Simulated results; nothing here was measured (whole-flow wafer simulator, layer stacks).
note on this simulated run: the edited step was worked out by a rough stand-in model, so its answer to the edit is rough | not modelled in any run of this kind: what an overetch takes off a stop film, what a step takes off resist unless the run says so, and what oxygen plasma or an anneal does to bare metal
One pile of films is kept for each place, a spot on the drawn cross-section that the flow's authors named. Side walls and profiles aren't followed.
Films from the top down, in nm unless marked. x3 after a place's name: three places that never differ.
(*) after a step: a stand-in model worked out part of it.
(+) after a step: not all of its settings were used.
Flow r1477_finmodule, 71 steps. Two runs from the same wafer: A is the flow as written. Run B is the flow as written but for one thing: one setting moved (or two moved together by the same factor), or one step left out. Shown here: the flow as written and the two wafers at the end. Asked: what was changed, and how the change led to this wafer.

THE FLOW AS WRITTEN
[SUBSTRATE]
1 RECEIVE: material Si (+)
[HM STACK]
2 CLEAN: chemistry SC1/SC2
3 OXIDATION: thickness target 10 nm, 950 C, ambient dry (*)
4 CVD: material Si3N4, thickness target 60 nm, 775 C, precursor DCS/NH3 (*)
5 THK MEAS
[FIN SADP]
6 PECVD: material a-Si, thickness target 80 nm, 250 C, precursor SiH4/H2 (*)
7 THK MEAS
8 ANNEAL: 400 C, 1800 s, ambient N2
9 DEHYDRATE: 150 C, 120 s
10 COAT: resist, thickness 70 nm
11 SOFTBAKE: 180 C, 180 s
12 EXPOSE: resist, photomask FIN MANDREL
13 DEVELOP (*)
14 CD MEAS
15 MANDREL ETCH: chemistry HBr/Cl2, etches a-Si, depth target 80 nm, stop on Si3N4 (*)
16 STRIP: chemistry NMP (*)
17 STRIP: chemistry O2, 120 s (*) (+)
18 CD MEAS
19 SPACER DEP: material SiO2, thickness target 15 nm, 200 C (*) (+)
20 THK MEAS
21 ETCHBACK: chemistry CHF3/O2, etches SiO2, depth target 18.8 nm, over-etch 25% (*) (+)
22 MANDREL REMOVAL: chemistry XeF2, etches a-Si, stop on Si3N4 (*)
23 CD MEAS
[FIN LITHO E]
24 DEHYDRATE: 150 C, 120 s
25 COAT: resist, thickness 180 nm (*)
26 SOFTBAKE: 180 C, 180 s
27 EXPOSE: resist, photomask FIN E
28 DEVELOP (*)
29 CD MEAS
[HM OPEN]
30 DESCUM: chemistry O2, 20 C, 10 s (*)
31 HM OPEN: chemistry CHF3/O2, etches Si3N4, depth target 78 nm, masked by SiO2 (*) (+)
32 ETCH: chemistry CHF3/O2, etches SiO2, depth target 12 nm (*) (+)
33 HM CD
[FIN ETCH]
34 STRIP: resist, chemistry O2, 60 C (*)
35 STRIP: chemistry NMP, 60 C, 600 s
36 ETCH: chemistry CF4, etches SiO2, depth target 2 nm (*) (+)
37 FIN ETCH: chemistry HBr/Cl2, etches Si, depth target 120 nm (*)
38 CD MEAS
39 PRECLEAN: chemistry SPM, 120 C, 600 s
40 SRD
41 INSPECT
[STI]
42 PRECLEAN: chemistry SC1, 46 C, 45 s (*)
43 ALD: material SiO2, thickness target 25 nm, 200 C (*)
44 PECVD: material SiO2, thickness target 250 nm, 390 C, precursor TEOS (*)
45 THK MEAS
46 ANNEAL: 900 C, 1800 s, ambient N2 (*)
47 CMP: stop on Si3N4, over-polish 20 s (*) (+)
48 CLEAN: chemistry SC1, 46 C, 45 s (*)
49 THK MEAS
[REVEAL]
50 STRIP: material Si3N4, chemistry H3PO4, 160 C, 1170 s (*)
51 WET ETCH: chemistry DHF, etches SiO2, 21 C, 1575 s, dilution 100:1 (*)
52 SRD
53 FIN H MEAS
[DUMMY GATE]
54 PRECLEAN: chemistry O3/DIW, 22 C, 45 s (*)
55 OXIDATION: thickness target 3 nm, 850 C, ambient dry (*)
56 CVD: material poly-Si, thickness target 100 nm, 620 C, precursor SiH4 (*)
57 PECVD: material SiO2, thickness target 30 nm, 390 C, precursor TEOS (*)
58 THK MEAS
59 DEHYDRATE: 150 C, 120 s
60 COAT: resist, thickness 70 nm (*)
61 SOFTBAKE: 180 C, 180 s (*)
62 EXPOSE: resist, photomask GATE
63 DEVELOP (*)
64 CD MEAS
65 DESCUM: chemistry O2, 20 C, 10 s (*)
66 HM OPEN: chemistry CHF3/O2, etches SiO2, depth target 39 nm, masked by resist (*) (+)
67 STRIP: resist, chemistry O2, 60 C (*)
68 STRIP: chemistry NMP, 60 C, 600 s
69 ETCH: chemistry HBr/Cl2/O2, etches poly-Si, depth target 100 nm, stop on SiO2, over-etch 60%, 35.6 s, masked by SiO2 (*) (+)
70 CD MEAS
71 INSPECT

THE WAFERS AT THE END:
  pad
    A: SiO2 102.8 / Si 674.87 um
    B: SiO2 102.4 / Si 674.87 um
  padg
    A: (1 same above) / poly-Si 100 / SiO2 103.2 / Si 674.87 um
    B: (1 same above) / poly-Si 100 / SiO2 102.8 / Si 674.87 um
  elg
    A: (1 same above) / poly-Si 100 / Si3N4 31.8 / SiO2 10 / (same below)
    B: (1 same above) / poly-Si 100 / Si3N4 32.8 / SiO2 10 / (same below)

The cause: step 36, ETCH: depth target 1.118 nm was run, where the flow has depth target 2 nm.

How the change led to this, step by step:
  36 ETCH: chemistry CF4, etches SiO2, depth target 2 nm (*) (+)
      pad, padg, esg and 19 more: A chemical SiO2 -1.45 (all of it), Si -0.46 | B chemical SiO2 -1.12
      elg, e40lg, e100lg, e200lg, elo, e40lo, e100lo, e200lo: A Si3N4 -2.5 | B Si3N4 -1.4
      (and at 6 more places)
  51 WET ETCH: chemistry DHF, etches SiO2, 21 C, 1575 s, dilution 100:1 (*)
      elg, e40lg, e100lg, e200lg, elo, e40lo, e100lo, e200lo: A SiO2 -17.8 (all of it), Si3N4 -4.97 | B SiO2 -16.7 (all of it), Si3N4 -5.06
